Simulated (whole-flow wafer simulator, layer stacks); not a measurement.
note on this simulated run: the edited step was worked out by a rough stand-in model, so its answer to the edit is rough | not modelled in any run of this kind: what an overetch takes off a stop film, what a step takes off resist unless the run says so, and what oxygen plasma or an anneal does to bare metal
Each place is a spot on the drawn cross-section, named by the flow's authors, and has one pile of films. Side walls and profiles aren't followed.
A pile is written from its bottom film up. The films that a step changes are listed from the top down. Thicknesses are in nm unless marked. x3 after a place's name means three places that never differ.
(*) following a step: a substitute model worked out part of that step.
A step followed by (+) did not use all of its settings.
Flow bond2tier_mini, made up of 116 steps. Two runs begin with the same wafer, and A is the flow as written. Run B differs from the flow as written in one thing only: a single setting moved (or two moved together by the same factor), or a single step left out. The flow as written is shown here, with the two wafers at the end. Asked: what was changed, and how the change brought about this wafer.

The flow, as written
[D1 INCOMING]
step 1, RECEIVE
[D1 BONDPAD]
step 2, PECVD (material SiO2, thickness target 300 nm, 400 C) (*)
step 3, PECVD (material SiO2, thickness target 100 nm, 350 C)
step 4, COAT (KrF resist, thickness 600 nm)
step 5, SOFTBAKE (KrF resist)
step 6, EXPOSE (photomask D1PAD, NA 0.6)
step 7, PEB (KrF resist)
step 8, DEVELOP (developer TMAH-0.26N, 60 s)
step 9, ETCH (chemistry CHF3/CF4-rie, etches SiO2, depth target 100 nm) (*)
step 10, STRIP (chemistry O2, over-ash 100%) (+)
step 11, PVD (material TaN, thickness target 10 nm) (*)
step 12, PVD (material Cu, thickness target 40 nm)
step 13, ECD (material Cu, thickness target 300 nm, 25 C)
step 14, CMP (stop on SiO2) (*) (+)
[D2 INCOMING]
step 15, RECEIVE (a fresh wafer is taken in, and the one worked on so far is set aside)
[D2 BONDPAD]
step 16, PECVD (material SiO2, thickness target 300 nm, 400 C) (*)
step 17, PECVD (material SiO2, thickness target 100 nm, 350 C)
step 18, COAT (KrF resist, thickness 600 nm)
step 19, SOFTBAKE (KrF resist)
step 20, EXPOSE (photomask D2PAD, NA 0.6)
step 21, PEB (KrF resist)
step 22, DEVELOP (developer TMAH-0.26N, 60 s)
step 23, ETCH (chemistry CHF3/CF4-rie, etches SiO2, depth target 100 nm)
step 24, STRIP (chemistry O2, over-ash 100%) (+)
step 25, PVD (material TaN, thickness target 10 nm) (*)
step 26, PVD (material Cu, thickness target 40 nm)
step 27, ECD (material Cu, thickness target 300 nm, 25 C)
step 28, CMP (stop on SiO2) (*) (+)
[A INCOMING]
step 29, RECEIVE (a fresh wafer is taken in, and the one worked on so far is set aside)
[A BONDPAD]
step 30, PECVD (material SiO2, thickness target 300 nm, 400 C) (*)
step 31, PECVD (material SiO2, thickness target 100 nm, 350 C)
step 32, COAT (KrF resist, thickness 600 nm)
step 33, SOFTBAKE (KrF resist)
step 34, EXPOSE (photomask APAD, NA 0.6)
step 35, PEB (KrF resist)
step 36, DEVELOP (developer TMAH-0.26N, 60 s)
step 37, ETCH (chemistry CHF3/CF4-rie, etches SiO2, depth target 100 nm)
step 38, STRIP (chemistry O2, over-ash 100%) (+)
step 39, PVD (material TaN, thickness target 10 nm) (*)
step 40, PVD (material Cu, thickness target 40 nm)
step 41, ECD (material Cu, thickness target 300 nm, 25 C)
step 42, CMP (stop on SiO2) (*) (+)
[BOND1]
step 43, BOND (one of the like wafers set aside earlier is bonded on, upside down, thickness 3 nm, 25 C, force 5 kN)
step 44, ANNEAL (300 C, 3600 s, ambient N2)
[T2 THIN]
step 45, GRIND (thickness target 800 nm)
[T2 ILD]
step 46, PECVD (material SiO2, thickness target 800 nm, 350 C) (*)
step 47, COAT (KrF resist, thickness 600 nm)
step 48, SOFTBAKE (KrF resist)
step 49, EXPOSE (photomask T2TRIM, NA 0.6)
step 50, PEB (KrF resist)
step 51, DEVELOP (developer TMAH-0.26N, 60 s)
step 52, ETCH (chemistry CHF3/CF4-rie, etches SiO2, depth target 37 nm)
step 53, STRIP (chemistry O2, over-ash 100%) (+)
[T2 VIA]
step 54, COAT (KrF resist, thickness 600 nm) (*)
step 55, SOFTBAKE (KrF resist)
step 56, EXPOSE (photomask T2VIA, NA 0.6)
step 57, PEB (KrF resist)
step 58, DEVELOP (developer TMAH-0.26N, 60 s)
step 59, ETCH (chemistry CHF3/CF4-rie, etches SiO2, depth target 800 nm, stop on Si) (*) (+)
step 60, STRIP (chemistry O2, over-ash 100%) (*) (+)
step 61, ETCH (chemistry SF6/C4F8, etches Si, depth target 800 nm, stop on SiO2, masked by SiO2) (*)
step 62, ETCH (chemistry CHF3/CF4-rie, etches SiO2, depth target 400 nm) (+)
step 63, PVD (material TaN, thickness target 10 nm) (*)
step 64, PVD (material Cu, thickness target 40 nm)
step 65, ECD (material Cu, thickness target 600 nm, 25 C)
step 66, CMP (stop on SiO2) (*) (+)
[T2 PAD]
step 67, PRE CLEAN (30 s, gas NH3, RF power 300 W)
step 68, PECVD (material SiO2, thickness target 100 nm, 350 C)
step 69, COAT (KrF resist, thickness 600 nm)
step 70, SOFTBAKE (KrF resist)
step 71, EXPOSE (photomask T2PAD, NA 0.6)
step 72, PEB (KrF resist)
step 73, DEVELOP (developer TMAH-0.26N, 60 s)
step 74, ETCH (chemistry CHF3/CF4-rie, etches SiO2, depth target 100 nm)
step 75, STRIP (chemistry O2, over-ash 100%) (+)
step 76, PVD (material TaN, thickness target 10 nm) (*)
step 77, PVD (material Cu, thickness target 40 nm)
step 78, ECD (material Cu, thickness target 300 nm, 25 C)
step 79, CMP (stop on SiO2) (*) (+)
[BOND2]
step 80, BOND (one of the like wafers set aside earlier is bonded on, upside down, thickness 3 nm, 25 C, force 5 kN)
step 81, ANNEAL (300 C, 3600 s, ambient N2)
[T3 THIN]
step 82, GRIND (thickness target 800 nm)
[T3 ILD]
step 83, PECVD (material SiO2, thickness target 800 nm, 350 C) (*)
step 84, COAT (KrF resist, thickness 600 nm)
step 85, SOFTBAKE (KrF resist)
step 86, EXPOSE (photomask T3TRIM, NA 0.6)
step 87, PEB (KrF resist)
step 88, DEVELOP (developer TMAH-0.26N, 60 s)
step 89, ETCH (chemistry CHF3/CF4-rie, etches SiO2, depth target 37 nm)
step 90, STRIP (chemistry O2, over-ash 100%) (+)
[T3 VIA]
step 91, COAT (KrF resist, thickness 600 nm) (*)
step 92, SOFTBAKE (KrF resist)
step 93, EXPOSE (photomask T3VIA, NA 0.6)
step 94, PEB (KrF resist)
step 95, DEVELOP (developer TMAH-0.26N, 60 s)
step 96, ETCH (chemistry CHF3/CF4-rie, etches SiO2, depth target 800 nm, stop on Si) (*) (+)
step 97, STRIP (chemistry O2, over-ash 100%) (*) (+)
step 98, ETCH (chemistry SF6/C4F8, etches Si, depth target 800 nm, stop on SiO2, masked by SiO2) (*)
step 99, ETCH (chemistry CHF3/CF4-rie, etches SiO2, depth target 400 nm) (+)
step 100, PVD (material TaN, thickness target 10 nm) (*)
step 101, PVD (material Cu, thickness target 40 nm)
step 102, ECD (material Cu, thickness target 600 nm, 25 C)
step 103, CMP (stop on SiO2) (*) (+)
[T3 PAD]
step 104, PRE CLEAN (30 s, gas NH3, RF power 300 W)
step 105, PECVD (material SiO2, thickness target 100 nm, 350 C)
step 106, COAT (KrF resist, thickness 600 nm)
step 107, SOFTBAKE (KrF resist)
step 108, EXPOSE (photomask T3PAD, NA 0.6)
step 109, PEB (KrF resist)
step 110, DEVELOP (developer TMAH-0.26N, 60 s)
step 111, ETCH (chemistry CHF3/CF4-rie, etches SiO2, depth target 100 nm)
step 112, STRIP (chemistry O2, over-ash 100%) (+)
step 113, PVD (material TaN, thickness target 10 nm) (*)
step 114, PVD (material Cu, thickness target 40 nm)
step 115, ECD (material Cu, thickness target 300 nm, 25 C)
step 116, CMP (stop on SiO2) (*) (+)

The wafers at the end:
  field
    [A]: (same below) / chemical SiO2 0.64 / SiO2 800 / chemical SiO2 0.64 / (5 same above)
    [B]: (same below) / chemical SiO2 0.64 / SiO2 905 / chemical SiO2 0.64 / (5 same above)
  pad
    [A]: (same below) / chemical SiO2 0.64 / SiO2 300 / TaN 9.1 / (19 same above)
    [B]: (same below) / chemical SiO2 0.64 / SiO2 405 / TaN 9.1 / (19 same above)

What caused this: step 30, PECVD: thickness target 405 nm was run, whereas the flow has thickness target 300 nm.
The wafer itself shows it: pad has SiO2 405, and step 30 as written asks for 300 nm.

How this came from the change, step by step:
  step 30, PECVD (material SiO2, thickness target 300 nm, 400 C) (*)
      field, pad, via: A +300 SiO2 (new film) | B +405 SiO2 (new film)
